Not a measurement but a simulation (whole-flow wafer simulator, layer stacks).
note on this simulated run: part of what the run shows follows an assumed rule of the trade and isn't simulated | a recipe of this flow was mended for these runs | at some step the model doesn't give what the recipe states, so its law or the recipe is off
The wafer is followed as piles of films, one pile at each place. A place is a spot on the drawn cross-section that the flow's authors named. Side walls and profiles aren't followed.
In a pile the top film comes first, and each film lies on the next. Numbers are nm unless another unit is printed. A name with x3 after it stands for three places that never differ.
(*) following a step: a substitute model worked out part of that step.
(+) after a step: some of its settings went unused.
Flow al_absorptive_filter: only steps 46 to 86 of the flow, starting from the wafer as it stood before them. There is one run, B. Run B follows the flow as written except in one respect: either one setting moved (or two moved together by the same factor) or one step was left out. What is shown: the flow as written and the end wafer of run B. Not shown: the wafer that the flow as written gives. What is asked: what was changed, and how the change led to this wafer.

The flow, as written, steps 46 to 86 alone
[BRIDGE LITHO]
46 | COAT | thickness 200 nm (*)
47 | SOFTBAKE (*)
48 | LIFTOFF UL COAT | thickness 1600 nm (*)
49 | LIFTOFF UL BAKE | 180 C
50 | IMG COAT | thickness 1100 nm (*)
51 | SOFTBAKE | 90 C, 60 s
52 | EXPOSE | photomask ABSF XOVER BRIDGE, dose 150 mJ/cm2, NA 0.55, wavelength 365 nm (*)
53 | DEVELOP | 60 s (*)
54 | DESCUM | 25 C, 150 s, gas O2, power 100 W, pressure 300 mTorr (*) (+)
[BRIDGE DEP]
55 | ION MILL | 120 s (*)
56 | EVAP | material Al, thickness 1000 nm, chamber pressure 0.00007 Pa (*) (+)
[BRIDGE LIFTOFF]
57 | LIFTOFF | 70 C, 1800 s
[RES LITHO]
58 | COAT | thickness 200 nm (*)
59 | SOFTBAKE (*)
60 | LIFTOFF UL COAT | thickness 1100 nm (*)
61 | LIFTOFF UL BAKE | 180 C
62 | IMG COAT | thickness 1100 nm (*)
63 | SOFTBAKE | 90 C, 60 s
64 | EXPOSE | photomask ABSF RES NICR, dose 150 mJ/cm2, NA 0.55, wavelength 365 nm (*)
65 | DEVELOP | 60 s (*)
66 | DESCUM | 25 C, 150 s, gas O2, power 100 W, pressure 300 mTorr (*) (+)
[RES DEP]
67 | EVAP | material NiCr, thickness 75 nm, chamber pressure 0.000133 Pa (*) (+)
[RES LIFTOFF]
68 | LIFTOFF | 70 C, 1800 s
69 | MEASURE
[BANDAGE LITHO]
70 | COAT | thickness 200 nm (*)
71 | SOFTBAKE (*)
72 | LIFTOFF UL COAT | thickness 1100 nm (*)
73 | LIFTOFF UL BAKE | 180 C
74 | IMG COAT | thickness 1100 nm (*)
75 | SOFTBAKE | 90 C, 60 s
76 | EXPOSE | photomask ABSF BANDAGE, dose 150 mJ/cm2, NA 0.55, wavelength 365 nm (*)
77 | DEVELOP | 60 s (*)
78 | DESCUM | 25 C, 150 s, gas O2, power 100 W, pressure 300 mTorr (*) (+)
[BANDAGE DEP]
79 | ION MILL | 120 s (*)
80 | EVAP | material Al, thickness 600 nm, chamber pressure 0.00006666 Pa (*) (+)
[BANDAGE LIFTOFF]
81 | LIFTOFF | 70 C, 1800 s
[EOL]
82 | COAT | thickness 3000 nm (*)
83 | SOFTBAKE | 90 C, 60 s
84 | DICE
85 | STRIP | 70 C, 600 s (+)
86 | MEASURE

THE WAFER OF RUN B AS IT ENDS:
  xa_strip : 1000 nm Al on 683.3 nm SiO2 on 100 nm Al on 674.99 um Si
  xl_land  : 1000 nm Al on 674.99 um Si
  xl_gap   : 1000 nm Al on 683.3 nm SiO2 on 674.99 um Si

Cause: step 55, ION MILL: 330 s was run, though the flow has 120 s.

Step by step, how the change led to this:
  55 | ION MILL | 120 s (*)
      xl_land: Al loses 100 (all of it), Si loses 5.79 (it would be, as written: Al loses 40.2)
      gnd, pad_far, pad_near and 7 more: i-line-resist loses 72 (it would be, as written: i-line-resist loses 26.2)
      (as well as at 3 more places)
  56 | EVAP | material Al, thickness 1000 nm, chamber pressure 0.00007 Pa (*) (+)
      xl_land: Al gains 1000 (new film) (it would be, as written: Al gains 1000)
  57 | LIFTOFF | 70 C, 1800 s
      gnd, xa_field, idc_field: Al loses 1000 (all of it), i-line-resist loses 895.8 (all of it), lift-off-underlayer loses 1600 (all of it), acrylic-e-beam-resist loses 200 (all of it) (it would be, as written: Al loses 1000 (all of it), i-line-resist loses 941.6 (all of it), lift-off-underlayer loses 1600 (all of it), acrylic-e-beam-resist loses 200 (all of it))
      pad_far: Al loses 1000 (all of it), i-line-resist loses 894.7 (all of it), lift-off-underlayer loses 1591.1 (all of it), acrylic-e-beam-resist loses 198.5 (all of it) (it would be, as written: Al loses 1000 (all of it), i-line-resist loses 940.5 (all of it), lift-off-underlayer loses 1591.1 (all of it), acrylic-e-beam-resist loses 198.5 (all of it))
      (as well as at 6 more places)
  58 | COAT | thickness 200 nm (*)
      xa_margin: acrylic-e-beam-resist gains 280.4 (new film) (it would be, as written: acrylic-e-beam-resist gains 288.1 (new film))
      xa_strip: acrylic-e-beam-resist gains 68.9 (new film) (it would be, as written: acrylic-e-beam-resist gains 66.9 (new film))
  60 | LIFTOFF UL COAT | thickness 1100 nm (*)
      xa_strip: lift-off-underlayer gains 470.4 (new film) (it would be, as written: lift-off-underlayer gains 459.8 (new film))
  62 | IMG COAT | thickness 1100 nm (*)
      xa_strip: i-line-resist gains 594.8 (new film) (it would be, as written: i-line-resist gains 577.9 (new film))
  68 | LIFTOFF | 70 C, 1800 s
      xa_margin: NiCr loses 75 (all of it), i-line-resist loses 609.8 (all of it), lift-off-underlayer loses 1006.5 (all of it), acrylic-e-beam-resist loses 280.4 (all of it) (it would be, as written: NiCr loses 75 (all of it), i-line-resist loses 598.1 (all of it), lift-off-underlayer loses 1021 (all of it), acrylic-e-beam-resist loses 288.1 (all of it))
      xa_strip: NiCr loses 75 (all of it), i-line-resist loses 450.2 (all of it), lift-off-underlayer loses 470.4 (all of it), acrylic-e-beam-resist loses 68.9 (all of it) (it would be, as written: NiCr loses 75 (all of it), i-line-resist loses 433.3 (all of it), lift-off-underlayer loses 459.8 (all of it), acrylic-e-beam-resist loses 66.9 (all of it))
  70 | COAT | thickness 200 nm (*)
      xa_margin: acrylic-e-beam-resist gains 280.4 (new film) (it would be, as written: acrylic-e-beam-resist gains 288.1 (new film))
      xa_strip: acrylic-e-beam-resist gains 68.9 (new film) (it would be, as written: acrylic-e-beam-resist gains 66.9 (new film))
  72 | LIFTOFF UL COAT | thickness 1100 nm (*)
      xa_strip: lift-off-underlayer gains 470.4 (new film) (it would be, as written: lift-off-underlayer gains 459.8 (new film))
  74 | IMG COAT | thickness 1100 nm (*)
      xa_strip: i-line-resist gains 594.8 (new film) (it would be, as written: i-line-resist gains 577.9 (new film))
  81 | LIFTOFF | 70 C, 1800 s
      xa_margin: Al loses 600 (all of it), i-line-resist loses 616.1 (all of it), lift-off-underlayer loses 1006.5 (all of it), acrylic-e-beam-resist loses 280.4 (all of it) (it would be, as written: Al loses 600 (all of it), i-line-resist loses 604.4 (all of it), lift-off-underlayer loses 1021 (all of it), acrylic-e-beam-resist loses 288.1 (all of it))
      xa_strip: Al loses 600 (all of it), i-line-resist loses 456.5 (all of it), lift-off-underlayer loses 470.4 (all of it), acrylic-e-beam-resist loses 68.9 (all of it) (it would be, as written: Al loses 600 (all of it), i-line-resist loses 439.6 (all of it), lift-off-underlayer loses 459.8 (all of it), acrylic-e-beam-resist loses 66.9 (all of it))
  82 | COAT | thickness 3000 nm (*)
      xa_strip: i-line-resist gains 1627 (new film) (it would be, as written: i-line-resist gains 1594.3 (new film))
  83 | SOFTBAKE | 90 C, 60 s
      xa_margin: i-line-resist loses 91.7 (it would be, as written: i-line-resist loses 94.2)
      xa_strip: i-line-resist loses 114.2 (it would be, as written: i-line-resist loses 117.3)
      (as well as at 2 more places)
  85 | STRIP | 70 C, 600 s (+)
      xa_strip: i-line-resist loses 1512.8 (all of it) (it would be, as written: i-line-resist loses 1477 (all of it))
